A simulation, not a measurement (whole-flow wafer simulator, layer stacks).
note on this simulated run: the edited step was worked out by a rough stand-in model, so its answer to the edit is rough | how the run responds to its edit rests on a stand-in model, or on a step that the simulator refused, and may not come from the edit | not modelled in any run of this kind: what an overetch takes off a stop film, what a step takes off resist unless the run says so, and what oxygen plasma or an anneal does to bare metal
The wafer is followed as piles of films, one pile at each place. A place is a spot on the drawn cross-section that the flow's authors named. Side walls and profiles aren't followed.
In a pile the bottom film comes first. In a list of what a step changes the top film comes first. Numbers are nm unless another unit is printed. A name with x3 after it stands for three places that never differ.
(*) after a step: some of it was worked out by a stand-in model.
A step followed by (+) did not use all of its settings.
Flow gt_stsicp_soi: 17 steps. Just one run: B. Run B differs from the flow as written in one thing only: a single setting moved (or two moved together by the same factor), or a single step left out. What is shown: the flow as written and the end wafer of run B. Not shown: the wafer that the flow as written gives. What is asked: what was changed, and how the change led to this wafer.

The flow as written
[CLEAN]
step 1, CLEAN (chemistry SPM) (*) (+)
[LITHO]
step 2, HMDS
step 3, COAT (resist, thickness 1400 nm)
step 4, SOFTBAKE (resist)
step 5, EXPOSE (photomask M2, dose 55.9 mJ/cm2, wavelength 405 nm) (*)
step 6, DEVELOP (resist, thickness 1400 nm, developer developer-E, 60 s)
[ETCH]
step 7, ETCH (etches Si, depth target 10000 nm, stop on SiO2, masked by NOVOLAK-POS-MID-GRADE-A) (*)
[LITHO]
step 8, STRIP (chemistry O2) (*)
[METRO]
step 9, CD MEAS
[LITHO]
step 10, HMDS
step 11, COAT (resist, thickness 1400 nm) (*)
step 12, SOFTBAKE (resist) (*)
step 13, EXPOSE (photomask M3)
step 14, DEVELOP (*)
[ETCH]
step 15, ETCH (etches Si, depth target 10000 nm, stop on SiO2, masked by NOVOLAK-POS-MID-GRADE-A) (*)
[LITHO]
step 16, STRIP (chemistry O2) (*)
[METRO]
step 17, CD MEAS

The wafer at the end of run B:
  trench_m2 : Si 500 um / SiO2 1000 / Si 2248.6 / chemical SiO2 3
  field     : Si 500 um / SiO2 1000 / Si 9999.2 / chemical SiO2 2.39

The reason: step 7, ETCH: depth target 7750 nm was run, while the flow as written has depth target 10000 nm.

How this came from the change, step by step:
  step 7, ETCH (etches Si, depth target 10000 nm, stop on SiO2, masked by NOVOLAK-POS-MID-GRADE-A) (*)
      trench_m2: -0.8 chemical SiO2 (all of it), -7750 Si (as written it would have been: -0.8 chemical SiO2 (all of it), -9999.9 Si (all of it))
      field, trench_m3: -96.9 resist (as written it would have been: -125 resist)
  step 8, STRIP (chemistry O2) (*)
      trench_m2: +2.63 chemical SiO2 (new film), -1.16 Si (as written it would have been: nothing)
      field, trench_m3: -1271 resist (all of it), +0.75 chemical SiO2, -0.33 Si (as written it would have been: -1242.8 resist (all of it), +0.74 chemical SiO2, -0.33 Si)
  step 11, COAT (resist, thickness 1400 nm) (*)
      trench_m2: +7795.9 resist (new film) (as written it would have been: +9583.4 resist (new film))
  step 12, SOFTBAKE (resist) (*)
      field: +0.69 resist (as written it would have been: nothing)
      trench_m2: +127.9 resist (as written it would have been: nothing)
      (also at 1 further place)
  step 16, STRIP (chemistry O2) (*)
      trench_m2: -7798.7 resist (all of it), +0.37 chemical SiO2, -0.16 Si (as written it would have been: -9458.4 resist (all of it))
